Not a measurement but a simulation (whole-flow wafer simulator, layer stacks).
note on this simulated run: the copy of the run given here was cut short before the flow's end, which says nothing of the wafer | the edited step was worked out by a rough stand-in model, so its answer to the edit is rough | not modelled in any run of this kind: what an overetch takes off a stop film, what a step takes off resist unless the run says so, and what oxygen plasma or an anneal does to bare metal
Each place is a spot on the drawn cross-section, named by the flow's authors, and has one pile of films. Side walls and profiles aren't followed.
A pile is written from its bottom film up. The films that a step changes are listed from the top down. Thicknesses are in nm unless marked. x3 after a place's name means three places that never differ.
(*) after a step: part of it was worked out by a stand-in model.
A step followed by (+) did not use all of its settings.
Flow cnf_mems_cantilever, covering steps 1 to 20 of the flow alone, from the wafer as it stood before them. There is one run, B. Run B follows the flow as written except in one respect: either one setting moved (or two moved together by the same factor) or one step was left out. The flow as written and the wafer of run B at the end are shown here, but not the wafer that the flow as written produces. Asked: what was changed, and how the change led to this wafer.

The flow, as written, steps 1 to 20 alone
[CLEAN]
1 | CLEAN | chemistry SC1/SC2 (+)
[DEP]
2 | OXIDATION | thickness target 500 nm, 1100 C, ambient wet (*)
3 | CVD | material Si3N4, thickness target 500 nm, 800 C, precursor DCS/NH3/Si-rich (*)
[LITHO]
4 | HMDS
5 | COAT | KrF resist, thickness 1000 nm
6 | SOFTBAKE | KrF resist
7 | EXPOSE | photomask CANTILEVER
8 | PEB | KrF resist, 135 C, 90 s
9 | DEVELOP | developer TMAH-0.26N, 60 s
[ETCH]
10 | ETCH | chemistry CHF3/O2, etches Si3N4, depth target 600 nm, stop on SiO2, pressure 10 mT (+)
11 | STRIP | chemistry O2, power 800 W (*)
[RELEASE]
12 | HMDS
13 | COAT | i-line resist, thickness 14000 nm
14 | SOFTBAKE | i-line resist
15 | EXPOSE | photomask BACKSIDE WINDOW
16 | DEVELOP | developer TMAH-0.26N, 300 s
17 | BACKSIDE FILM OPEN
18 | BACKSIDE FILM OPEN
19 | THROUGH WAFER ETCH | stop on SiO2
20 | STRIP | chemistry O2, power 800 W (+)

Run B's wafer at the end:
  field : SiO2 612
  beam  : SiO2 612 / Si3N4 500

What caused this: step 2, OXIDATION: thickness target 612 nm was run, whereas the flow has thickness target 500 nm.
The wafer itself shows it: field has SiO2 612, and step 2 as written asks for 500 nm.

The path from the change to this, step by step:
  2 | OXIDATION | thickness target 500 nm, 1100 C, ambient wet (*)
      field, beam: SiO2 gains 612 (new film), chemical SiO2 loses 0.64 (all of it), Si loses 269 (it would be, as written: SiO2 gains 500 (new film), chemical SiO2 loses 0.64 (all of it), Si loses 219.7)
  19 | THROUGH WAFER ETCH | stop on SiO2
      field: under 1 film: Si loses 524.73 um (all of it) (it would be, as written: under 1 film: Si loses 524.78 um (all of it))
      beam: under 2 films: Si loses 524.73 um (all of it) (it would be, as written: under 2 films: Si loses 524.78 um (all of it))
